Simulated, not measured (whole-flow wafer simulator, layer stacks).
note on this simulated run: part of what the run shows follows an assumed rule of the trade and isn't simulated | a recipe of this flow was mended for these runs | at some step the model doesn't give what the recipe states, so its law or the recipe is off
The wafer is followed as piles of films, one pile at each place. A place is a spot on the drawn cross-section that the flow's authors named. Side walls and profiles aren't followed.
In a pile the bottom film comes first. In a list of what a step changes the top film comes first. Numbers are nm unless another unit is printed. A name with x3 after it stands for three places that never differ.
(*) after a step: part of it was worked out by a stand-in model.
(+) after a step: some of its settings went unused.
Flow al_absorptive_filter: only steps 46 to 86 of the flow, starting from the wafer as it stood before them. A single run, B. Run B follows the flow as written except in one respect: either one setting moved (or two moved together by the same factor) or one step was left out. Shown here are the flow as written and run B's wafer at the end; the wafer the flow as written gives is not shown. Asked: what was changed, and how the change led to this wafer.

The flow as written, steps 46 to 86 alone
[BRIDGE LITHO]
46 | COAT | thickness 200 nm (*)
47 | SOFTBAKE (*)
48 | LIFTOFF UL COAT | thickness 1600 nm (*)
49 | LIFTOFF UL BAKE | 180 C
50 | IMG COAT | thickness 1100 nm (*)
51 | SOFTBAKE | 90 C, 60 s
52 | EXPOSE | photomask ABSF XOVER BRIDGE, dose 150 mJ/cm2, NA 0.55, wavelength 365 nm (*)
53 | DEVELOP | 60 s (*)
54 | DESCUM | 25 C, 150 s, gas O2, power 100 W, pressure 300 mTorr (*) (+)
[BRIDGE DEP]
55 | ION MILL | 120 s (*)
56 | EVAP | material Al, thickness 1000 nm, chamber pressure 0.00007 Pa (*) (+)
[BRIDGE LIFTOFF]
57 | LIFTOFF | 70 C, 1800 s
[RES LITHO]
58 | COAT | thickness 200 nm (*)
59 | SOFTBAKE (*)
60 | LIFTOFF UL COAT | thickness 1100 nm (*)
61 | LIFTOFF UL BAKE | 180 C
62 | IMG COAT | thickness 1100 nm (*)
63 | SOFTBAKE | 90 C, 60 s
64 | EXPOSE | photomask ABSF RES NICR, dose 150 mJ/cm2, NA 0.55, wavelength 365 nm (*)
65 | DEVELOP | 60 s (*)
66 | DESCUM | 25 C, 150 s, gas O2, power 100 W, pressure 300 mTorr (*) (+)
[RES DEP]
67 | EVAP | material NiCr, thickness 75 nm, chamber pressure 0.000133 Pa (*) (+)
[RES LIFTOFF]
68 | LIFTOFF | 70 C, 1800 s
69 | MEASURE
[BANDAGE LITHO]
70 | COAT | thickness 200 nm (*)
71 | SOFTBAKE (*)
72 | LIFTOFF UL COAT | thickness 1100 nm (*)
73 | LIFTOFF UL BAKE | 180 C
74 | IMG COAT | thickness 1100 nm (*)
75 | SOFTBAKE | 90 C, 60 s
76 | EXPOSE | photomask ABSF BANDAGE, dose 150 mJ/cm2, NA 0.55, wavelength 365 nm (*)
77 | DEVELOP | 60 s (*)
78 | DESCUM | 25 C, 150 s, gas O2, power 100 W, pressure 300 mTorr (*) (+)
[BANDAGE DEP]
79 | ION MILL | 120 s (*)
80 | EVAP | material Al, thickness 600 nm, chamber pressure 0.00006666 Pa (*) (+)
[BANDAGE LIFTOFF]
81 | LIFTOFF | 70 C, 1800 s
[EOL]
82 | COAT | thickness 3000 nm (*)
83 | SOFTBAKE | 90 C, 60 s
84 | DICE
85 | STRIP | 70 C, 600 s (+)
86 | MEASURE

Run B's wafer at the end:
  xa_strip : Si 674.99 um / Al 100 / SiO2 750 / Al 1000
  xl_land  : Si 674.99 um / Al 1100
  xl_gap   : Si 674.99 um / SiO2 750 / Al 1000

What caused this: step 55, ION MILL: 120 s (*), was omitted.

The path from the change to this, step by step:
  57 | LIFTOFF | 70 C, 1800 s
      gnd, xa_field, idc_field: Al loses 1000 (all of it), i-line-resist loses 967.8 (all of it), lift-off-underlayer loses 1600 (all of it), acrylic-e-beam-resist loses 200 (all of it) (as written it would have been: Al loses 1000 (all of it), i-line-resist loses 941.6 (all of it), lift-off-underlayer loses 1600 (all of it), acrylic-e-beam-resist loses 200 (all of it))
      pad_far: Al loses 1000 (all of it), i-line-resist loses 966.7 (all of it), lift-off-underlayer loses 1591.1 (all of it), acrylic-e-beam-resist loses 198.5 (all of it) (as written it would have been: Al loses 1000 (all of it), i-line-resist loses 940.5 (all of it), lift-off-underlayer loses 1591.1 (all of it), acrylic-e-beam-resist loses 198.5 (all of it))
      (and at 6 other places as well)
  68 | LIFTOFF | 70 C, 1800 s
      xa_strip: NiCr loses 75 (all of it), i-line-resist loses 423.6 (all of it), lift-off-underlayer loses 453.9 (all of it), acrylic-e-beam-resist loses 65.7 (all of it) (as written it would have been: NiCr loses 75 (all of it), i-line-resist loses 433.3 (all of it), lift-off-underlayer loses 459.8 (all of it), acrylic-e-beam-resist loses 66.9 (all of it))
  81 | LIFTOFF | 70 C, 1800 s
      xa_strip: Al loses 600 (all of it), i-line-resist loses 429.9 (all of it), lift-off-underlayer loses 453.9 (all of it), acrylic-e-beam-resist loses 65.7 (all of it) (as written it would have been: Al loses 600 (all of it), i-line-resist loses 439.6 (all of it), lift-off-underlayer loses 459.8 (all of it), acrylic-e-beam-resist loses 66.9 (all of it))
  83 | SOFTBAKE | 90 C, 60 s
      xl_gap: i-line-resist loses 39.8 (as written it would have been: i-line-resist loses 40.9)
      xl_turn: i-line-resist loses 50.6 (as written it would have been: i-line-resist loses 52)
